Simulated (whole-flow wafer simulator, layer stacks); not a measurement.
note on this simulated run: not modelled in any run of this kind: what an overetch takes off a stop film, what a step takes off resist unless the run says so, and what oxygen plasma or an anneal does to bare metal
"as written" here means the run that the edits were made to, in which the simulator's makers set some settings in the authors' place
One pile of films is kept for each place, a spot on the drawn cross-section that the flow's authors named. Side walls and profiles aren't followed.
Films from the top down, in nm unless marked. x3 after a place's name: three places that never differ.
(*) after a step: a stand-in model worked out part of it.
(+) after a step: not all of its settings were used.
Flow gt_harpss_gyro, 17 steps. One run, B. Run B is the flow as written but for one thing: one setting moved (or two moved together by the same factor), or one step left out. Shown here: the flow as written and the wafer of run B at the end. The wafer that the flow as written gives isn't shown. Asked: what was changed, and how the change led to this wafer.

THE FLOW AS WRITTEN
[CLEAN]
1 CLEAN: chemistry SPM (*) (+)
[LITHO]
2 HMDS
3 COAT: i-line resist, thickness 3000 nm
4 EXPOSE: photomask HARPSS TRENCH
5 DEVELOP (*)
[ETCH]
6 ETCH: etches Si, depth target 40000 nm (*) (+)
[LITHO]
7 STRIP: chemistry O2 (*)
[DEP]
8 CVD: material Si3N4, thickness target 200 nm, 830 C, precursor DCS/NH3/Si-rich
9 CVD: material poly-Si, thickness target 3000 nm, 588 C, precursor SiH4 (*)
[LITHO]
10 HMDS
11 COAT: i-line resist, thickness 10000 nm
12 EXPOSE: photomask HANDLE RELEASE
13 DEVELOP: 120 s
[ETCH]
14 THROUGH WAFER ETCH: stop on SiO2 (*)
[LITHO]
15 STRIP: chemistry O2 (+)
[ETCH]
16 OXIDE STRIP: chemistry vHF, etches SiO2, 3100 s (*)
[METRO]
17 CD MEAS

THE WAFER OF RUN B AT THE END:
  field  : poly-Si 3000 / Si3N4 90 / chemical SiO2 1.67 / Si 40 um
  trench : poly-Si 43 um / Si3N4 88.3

The cause: step 8, CVD: thickness target 90 nm was run, where the flow has thickness target 200 nm.
It can be read off the wafer: field has Si3N4 90, and step 8 as written asks for 200 nm.

How the change led to this, step by step:
  8 CVD: material Si3N4, thickness target 200 nm, 830 C, precursor DCS/NH3/Si-rich
      field: Si3N4 +90 (new film) (as written it would be: Si3N4 +200 (new film))
      trench: Si3N4 +88.3 (new film) (as written it would be: Si3N4 +195.9 (new film))
  9 CVD: material poly-Si, thickness target 3000 nm, 588 C, precursor SiH4 (*)
      trench: poly-Si +43 um (new film) (as written it would be: poly-Si +43.01 um (new film))
